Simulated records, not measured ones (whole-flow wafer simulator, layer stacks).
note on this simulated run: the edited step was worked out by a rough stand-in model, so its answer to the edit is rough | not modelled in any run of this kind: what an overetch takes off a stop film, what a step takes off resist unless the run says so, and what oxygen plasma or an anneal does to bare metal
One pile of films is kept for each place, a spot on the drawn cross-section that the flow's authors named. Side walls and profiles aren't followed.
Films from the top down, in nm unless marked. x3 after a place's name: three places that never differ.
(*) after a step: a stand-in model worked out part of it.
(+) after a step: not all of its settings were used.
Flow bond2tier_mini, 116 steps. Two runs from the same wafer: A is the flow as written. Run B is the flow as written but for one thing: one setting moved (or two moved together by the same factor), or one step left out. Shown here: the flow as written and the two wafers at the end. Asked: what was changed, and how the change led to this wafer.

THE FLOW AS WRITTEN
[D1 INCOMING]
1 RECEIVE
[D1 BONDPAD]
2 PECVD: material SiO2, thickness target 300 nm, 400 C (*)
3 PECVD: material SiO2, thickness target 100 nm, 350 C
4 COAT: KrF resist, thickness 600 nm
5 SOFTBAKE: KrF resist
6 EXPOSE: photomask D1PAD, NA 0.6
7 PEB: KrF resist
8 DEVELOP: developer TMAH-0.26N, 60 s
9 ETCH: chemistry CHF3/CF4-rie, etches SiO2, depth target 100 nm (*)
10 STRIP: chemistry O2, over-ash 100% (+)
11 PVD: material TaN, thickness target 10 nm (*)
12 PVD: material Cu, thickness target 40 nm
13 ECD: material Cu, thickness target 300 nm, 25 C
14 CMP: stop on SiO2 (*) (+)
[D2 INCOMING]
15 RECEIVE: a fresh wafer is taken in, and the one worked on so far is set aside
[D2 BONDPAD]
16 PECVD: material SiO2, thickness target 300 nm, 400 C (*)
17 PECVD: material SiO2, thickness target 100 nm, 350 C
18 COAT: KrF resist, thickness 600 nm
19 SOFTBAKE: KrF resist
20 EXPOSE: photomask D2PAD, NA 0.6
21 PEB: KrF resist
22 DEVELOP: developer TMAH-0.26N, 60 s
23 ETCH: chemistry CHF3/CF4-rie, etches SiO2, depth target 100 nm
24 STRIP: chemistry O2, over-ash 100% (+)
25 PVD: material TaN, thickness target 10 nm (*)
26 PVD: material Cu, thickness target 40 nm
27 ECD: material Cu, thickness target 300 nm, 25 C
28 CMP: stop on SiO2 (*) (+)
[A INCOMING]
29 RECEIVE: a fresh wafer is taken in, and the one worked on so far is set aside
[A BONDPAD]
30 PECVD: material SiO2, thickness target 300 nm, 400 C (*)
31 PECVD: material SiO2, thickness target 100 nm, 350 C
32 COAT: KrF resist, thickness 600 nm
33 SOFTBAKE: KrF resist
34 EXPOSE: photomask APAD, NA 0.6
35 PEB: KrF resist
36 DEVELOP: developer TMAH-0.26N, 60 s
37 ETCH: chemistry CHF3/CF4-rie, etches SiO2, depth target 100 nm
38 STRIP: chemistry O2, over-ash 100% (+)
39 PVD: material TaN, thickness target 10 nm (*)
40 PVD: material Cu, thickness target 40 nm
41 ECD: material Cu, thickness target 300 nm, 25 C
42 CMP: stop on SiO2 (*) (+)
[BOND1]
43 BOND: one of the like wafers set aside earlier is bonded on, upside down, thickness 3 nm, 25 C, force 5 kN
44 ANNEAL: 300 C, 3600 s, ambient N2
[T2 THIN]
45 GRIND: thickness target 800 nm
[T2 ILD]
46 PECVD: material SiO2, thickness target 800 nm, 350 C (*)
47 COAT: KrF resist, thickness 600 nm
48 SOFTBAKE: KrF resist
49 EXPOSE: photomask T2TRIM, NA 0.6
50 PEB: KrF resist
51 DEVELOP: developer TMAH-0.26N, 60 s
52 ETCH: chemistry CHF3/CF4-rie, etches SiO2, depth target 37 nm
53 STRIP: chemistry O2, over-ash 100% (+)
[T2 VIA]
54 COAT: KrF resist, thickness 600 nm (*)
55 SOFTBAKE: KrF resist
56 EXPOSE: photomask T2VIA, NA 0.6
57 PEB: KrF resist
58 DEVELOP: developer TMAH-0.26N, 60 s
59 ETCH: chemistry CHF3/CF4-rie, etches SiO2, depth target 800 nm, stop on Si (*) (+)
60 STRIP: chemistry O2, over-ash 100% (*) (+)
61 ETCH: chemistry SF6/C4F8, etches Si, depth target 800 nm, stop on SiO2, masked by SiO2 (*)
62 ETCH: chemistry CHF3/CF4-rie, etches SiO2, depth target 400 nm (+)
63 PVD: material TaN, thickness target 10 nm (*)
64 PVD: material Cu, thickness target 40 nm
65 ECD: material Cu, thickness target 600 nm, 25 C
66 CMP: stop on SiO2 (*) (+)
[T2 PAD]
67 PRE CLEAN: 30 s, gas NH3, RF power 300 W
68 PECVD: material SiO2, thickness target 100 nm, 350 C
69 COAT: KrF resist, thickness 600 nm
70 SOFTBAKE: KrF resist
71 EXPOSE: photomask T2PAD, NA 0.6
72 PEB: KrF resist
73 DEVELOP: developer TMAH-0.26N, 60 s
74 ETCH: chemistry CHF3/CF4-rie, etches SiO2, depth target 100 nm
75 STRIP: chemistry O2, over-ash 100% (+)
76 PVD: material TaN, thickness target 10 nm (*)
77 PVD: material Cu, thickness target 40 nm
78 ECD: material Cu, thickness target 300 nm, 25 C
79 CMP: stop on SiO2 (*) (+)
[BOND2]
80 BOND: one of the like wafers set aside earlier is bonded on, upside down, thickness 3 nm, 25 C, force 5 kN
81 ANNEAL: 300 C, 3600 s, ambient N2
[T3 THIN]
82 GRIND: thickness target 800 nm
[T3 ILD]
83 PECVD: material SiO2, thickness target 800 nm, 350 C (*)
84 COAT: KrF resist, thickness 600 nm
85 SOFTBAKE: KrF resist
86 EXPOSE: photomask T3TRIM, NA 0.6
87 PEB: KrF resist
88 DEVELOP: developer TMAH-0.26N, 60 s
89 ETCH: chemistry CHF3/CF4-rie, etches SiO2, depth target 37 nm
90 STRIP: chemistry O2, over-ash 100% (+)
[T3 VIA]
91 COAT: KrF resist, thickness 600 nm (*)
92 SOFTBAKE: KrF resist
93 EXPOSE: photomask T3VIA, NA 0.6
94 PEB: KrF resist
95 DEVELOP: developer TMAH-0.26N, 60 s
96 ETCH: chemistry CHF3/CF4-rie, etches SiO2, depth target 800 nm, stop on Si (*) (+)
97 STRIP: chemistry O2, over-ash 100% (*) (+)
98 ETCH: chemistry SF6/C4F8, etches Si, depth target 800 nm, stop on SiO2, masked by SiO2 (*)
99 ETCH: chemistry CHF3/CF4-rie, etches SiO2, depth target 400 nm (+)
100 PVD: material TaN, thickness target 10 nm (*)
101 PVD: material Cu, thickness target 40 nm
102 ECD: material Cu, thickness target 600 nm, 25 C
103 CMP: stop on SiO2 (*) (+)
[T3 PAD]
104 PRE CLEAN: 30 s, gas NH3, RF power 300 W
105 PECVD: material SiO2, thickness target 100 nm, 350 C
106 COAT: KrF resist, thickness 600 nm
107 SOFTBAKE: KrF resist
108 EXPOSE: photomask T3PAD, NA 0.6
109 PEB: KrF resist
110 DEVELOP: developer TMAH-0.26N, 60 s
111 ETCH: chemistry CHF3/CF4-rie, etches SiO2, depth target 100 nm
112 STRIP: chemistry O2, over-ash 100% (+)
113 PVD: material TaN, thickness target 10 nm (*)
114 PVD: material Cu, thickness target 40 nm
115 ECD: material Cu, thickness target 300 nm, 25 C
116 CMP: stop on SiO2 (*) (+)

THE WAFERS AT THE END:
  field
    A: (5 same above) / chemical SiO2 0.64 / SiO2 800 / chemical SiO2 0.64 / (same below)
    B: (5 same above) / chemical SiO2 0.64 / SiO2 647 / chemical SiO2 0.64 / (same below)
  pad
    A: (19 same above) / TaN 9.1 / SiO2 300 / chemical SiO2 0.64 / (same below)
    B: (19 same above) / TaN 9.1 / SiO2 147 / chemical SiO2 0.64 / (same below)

The cause: step 30, PECVD: thickness target 147 nm was run, where the flow has thickness target 300 nm.
It can be read off the wafer: pad has SiO2 147, and step 30 as written asks for 300 nm.

How the change led to this, step by step:
  30 PECVD: material SiO2, thickness target 300 nm, 400 C (*)
      field, pad, via: A SiO2 +300 (new film) | B SiO2 +147 (new film)
